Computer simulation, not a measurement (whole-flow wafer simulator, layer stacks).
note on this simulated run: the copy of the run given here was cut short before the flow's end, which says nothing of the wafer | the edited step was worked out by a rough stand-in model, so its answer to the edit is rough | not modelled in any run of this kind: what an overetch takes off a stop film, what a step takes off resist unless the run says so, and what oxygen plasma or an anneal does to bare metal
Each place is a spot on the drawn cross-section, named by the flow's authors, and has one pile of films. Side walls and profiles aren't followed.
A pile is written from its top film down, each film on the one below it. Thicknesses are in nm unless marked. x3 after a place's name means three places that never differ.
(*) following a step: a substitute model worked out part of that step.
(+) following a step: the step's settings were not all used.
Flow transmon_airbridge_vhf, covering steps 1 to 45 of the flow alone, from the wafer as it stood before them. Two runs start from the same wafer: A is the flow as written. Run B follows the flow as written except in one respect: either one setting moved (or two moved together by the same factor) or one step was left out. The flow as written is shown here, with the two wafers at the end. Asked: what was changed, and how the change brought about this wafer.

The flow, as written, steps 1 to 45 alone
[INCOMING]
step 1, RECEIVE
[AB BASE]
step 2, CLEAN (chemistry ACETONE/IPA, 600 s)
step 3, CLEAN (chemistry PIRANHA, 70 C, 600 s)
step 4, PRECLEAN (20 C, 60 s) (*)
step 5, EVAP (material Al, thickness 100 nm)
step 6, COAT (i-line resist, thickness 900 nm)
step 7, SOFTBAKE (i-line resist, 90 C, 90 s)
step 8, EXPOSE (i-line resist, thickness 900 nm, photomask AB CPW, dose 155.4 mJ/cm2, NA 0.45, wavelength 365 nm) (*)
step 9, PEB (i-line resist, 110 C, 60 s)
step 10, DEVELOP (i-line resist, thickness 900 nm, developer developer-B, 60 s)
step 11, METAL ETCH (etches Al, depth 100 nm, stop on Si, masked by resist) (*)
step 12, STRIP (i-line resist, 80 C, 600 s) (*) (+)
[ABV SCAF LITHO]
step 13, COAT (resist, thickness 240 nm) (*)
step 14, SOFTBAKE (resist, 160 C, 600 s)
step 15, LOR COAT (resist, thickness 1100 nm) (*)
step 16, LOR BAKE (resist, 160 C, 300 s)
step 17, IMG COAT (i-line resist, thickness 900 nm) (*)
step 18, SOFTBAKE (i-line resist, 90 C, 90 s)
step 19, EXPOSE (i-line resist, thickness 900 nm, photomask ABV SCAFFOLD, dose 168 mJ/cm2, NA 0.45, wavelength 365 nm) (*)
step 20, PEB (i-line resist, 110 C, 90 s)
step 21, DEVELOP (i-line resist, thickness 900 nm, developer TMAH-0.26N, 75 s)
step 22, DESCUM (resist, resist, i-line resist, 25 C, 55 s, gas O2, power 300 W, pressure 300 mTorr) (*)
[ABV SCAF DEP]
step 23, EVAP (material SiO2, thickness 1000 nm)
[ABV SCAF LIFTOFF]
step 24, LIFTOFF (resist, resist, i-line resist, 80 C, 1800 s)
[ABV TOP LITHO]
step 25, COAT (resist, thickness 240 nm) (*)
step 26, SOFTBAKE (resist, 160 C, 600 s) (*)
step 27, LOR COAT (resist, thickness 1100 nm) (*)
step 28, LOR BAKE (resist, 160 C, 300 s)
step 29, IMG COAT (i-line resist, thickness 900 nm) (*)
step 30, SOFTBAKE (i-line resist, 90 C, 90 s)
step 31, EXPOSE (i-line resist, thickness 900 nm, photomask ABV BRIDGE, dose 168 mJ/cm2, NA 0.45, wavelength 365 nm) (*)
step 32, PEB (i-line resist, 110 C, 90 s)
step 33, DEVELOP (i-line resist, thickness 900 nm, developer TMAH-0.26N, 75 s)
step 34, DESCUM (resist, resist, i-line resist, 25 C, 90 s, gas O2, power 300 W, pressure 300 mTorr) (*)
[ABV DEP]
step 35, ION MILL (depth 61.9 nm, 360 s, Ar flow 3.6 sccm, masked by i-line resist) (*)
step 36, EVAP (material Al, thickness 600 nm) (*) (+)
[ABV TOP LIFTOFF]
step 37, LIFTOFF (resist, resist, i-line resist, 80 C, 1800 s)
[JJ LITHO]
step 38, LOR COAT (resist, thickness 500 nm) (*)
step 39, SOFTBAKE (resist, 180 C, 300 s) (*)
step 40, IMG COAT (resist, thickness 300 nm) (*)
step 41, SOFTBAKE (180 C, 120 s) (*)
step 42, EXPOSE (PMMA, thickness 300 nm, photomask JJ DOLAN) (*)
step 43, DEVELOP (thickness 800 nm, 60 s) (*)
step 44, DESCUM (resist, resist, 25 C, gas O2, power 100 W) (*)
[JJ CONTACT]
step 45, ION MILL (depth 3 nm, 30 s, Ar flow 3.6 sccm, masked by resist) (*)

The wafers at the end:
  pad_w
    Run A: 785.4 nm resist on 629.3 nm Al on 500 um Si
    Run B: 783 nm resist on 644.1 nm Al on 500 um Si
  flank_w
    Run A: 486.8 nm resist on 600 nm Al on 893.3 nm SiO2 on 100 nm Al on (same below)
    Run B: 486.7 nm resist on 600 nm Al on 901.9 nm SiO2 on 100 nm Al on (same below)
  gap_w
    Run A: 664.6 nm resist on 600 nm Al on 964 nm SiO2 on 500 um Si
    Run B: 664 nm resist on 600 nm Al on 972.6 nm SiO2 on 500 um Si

Cause: step 35, ION MILL: depth 47.17 nm was run, though the flow has depth 61.9 nm; step 35, ION MILL: 274.3 s was run, where the flow has 360 s.

The path from the change to this, step by step:
  step 35, ION MILL (depth 61.9 nm, 360 s, Ar flow 3.6 sccm, masked by i-line resist) (*)
      field x3, jj_line, ground_far, trace_open_s x2, margin_s, margin_n: A -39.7 i-line resist | B -30.3 i-line resist
      flank_w, gap_w, cpw_trace, gap_e, flank_e, bridge_strip: A -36 SiO2 | B -27.4 SiO2
      (also at 2 further places)
  step 37, LIFTOFF (resist, resist, i-line resist, 80 C, 1800 s)
      margin_s, margin_n: A -600 Al (all of it), -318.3 i-line resist (all of it), -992 resist (all of it) | B -600 Al (all of it), -327.7 i-line resist (all of it), -992 resist (all of it)
